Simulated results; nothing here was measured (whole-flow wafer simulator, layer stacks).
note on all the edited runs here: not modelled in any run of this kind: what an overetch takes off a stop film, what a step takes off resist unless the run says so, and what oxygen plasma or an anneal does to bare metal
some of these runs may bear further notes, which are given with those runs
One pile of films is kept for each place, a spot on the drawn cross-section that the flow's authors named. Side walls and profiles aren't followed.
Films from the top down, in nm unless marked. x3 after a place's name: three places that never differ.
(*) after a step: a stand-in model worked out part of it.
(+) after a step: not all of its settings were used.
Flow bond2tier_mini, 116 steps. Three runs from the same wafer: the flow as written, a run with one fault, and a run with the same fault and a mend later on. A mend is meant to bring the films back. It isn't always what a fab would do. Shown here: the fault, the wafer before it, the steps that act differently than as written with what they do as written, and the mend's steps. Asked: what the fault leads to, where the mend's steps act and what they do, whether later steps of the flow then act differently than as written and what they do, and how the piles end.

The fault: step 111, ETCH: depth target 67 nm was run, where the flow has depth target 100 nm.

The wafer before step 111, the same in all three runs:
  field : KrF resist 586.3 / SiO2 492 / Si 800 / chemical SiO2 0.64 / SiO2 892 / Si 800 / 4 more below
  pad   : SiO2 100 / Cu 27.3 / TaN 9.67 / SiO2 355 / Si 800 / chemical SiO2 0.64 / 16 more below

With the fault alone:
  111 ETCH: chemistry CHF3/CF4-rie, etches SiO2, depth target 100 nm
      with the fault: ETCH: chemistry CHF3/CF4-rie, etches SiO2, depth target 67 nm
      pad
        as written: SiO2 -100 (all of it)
        with the fault: SiO2 -67
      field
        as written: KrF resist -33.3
        with the fault: KrF resist -22.3
  Later steps of the flow that act differently than as written (2 more steps differ only slightly, by at most 2% or 0.5 nm, whichever is larger, and aren't shown):
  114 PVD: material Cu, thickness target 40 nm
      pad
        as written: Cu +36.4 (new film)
        with the fault: Cu +37.6 (new film)
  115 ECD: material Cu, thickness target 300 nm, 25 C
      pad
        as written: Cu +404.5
        with the fault: Cu +370
  At the end the piles differ from the flow's by more than 2% or 0.5 nm, whichever is larger, at pad.
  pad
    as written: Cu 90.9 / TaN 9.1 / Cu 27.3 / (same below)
    with the fault: Cu 57.6 / TaN 9.39 / SiO2 33 / Cu 27.3 / (same below)

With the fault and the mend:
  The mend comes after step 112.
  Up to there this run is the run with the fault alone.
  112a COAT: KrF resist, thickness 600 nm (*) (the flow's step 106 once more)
      field
        KrF resist +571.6 (new film)
      pad
        KrF resist +629.6 (new film)
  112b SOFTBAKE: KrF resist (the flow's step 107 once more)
      changes no film at any place that is followed
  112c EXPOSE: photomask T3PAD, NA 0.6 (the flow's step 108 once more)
      changes no film at any place that is followed
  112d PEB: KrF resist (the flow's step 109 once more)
      changes no film at any place that is followed
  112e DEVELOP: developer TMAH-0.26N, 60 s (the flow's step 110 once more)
      field
        KrF resist -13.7
      pad
        KrF resist -629.6 (all of it)
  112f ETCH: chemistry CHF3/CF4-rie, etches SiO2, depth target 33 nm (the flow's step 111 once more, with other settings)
      field
        KrF resist -11
      pad
        SiO2 -33 (all of it)
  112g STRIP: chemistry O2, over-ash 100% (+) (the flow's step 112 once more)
      field
        KrF resist -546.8 (all of it)
  No later step of the flow acts differently than as written at any place that is followed.
  At the end the piles are the same as the flow's at every place that both follow.
